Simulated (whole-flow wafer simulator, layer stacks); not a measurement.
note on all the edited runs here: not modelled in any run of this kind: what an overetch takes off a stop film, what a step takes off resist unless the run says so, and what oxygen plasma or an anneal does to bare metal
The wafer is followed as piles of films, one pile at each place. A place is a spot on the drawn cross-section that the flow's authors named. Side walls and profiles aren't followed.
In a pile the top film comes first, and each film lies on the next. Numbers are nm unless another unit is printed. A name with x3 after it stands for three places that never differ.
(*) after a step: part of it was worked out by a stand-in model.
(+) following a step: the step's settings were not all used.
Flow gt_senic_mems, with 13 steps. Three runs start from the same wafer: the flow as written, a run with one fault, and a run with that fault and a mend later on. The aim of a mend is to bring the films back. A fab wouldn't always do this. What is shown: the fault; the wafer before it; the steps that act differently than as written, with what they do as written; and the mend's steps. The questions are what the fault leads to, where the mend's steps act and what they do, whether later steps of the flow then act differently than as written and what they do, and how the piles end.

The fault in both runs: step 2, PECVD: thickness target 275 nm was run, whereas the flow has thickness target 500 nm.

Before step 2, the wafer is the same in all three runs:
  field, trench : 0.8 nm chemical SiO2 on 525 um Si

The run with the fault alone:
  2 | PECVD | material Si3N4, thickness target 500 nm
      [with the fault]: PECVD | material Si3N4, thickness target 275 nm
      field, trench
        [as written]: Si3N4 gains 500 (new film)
        [with the fault]: Si3N4 gains 275 (new film)
  Later steps of the flow acting differently than as written (2 other steps are not shown; they differ only slightly, by no more than 2% or 0.5 nm, whichever is larger):
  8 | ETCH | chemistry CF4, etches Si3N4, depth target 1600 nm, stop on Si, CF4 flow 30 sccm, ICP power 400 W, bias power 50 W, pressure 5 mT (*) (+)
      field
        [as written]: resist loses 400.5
        [with the fault]: resist loses 250.5
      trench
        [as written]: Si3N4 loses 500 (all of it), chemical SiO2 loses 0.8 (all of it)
        [with the fault]: Si3N4 loses 275 (all of it), chemical SiO2 loses 0.8 (all of it)
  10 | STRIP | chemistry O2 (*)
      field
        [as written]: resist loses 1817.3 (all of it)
        [with the fault]: resist loses 1967.3 (all of it)
  At field, the piles at the end differ from the flow's by more than 2% or 0.5 nm, whichever is larger.
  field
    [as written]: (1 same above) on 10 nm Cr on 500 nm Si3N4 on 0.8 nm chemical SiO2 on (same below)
    [with the fault]: (1 same above) on 10 nm Cr on 275 nm Si3N4 on 0.8 nm chemical SiO2 on (same below)

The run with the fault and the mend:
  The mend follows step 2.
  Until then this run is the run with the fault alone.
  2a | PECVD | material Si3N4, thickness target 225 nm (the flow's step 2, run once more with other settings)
      field, trench
        Si3N4 gains 225
  None of the later steps of the flow acts differently than as written at any place that is followed.
  The piles end the same as the flow's at every place that both follow.
